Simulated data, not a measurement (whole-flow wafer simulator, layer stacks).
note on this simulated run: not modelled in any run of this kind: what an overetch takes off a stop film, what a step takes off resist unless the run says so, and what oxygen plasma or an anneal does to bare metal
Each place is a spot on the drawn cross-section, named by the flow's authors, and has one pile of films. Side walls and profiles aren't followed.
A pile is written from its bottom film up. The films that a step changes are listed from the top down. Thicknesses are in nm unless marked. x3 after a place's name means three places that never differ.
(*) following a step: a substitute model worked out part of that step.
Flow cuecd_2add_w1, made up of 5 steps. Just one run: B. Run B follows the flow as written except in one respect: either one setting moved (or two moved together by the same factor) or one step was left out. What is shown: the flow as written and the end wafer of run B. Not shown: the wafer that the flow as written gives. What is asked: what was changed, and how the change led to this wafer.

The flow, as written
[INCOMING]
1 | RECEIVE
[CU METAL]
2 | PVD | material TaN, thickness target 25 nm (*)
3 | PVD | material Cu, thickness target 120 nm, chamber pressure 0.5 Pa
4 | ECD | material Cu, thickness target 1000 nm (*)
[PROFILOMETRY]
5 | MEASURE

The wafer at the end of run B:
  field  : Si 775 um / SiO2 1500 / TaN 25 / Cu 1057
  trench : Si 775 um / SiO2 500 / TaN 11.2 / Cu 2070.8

What caused this: step 3, PVD: thickness target 57 nm was run, while the flow as written has thickness target 120 nm.

The path from the change to this, step by step:
  3 | PVD | material Cu, thickness target 120 nm, chamber pressure 0.5 Pa
      field: +57 Cu (new film) (in the flow as written it would be: +120 Cu (new film))
      trench: +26 Cu (new film) (in the flow as written it would be: +53.6 Cu (new film))
